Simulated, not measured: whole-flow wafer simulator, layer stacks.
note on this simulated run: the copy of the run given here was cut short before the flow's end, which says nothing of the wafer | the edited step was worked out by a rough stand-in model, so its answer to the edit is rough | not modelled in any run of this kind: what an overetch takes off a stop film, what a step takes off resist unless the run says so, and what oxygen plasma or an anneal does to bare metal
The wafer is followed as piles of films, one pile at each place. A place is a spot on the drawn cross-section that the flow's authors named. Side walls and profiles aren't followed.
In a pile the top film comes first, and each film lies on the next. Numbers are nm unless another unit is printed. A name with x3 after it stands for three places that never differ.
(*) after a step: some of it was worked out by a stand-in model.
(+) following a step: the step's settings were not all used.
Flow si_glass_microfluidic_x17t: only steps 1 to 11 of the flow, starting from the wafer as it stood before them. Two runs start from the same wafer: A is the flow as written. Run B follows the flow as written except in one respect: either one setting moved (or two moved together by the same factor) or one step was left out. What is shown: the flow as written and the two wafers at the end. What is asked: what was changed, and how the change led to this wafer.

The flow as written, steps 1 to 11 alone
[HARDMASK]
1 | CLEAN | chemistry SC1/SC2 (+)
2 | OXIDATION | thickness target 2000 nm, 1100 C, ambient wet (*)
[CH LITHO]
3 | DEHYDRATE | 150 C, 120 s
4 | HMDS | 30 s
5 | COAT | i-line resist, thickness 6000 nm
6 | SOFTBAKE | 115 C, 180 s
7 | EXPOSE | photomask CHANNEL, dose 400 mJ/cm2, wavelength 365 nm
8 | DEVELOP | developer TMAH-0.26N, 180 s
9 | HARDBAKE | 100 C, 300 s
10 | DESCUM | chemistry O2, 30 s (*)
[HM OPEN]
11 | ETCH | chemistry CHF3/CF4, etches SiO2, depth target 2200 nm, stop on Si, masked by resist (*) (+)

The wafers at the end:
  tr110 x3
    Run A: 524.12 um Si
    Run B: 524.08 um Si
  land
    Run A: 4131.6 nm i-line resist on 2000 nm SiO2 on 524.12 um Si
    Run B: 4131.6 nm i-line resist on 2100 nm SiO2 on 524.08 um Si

Cause: step 2, OXIDATION: thickness target 2100 nm was run, though the flow has thickness target 2000 nm.
The wafer itself shows it: land has SiO2 2100, and step 2 as written asks for 2000 nm.

How this came from the change, step by step:
  2 | OXIDATION | thickness target 2000 nm, 1100 C, ambient wet (*)
      land, tr110 x3: A SiO2 gains 2000 (new film), chemical SiO2 loses 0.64 (all of it), Si loses 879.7 | B SiO2 gains 2100 (new film), chemical SiO2 loses 0.64 (all of it), Si loses 923.7
  11 | ETCH | chemistry CHF3/CF4, etches SiO2, depth target 2200 nm, stop on Si, masked by resist (*) (+)
      tr110 x3: A SiO2 loses 2000 (all of it) | B SiO2 loses 2100 (all of it)
